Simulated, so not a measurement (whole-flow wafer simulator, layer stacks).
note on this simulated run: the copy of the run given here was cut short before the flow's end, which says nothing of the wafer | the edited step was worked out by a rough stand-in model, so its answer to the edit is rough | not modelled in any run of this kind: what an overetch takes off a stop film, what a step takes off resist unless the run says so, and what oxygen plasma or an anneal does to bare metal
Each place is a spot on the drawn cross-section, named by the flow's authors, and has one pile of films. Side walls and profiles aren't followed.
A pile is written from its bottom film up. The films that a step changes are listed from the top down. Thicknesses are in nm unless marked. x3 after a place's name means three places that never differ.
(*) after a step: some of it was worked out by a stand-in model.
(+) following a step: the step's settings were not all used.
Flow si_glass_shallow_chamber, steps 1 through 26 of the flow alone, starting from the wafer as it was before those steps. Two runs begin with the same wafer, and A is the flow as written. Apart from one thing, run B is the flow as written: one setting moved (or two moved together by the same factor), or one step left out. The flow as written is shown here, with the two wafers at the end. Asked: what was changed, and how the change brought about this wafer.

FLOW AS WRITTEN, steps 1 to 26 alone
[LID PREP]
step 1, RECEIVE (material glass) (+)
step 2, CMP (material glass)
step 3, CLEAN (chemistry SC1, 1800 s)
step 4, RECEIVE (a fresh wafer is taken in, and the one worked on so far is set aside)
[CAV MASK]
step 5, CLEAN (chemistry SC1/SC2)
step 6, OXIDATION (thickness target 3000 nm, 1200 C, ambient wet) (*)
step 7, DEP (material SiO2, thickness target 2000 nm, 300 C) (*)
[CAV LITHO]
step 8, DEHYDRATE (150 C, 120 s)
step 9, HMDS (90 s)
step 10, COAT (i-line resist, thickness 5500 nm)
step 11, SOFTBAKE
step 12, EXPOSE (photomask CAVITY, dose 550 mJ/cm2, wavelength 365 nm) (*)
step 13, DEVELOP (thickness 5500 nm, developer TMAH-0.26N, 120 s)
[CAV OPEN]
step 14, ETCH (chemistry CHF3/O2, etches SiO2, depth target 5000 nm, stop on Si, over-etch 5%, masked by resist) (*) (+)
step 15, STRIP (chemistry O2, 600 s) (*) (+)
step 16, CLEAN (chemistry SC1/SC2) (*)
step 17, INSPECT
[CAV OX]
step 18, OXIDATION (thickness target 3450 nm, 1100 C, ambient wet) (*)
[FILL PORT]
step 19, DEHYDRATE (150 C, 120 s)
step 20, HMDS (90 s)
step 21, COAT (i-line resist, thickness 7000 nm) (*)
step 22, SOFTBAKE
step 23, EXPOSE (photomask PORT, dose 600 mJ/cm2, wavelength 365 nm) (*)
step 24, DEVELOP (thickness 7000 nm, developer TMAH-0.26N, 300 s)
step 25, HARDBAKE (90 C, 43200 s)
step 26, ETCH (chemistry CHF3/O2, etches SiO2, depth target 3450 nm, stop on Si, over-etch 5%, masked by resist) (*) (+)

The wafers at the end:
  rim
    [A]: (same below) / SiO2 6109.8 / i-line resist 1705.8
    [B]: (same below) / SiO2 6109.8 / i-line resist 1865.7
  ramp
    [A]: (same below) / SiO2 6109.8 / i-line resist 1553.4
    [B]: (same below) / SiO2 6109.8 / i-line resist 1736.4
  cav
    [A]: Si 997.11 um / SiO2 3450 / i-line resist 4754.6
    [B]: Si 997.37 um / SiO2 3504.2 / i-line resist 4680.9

The reason: step 14, ETCH: depth target 4250 nm was run, whereas the flow has depth target 5000 nm.

How this came from the change, step by step:
  step 14, ETCH (chemistry CHF3/O2, etches SiO2, depth target 5000 nm, stop on Si, over-etch 5%, masked by resist) (*) (+)
      cav, port: A -5000 SiO2 (all of it), -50 Si | B -4462.5 SiO2
      rim, ramp, septum, ring: A -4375 i-line resist | B -3718.8 i-line resist
  step 15, STRIP (chemistry O2, 600 s) (*) (+)
      cav, port: A +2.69 chemical SiO2 (new film), -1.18 Si | B nothing
      rim, ramp, septum, ring: A -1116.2 i-line resist (all of it) | B -1772.4 i-line resist (all of it)
  step 18, OXIDATION (thickness target 3450 nm, 1100 C, ambient wet) (*)
      cav, port: A +3450 SiO2 (new film), -2.69 chemical SiO2 (all of it), -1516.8 Si | B +2966.7 SiO2, -1305.4 Si
  step 21, COAT (i-line resist, thickness 7000 nm) (*)
      ramp: A +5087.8 i-line resist (new film) | B +5239.1 i-line resist (new film)
  step 22, SOFTBAKE
      rim: A -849 i-line resist | B -792.5 i-line resist
      ramp: A -434.5 i-line resist | B -396.3 i-line resist
      (also at 4 further places)
  step 25, HARDBAKE (90 C, 43200 s)
      rim: A -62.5 i-line resist | B -68.4 i-line resist
      ramp: A -57.1 i-line resist | B -63.6 i-line resist
      (also at 1 further place)
  step 26, ETCH (chemistry CHF3/O2, etches SiO2, depth target 3450 nm, stop on Si, over-etch 5%, masked by resist) (*) (+)
      port: A -3450 SiO2 (all of it), -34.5 Si | B -3504.2 SiO2 (all of it), -23.7 Si
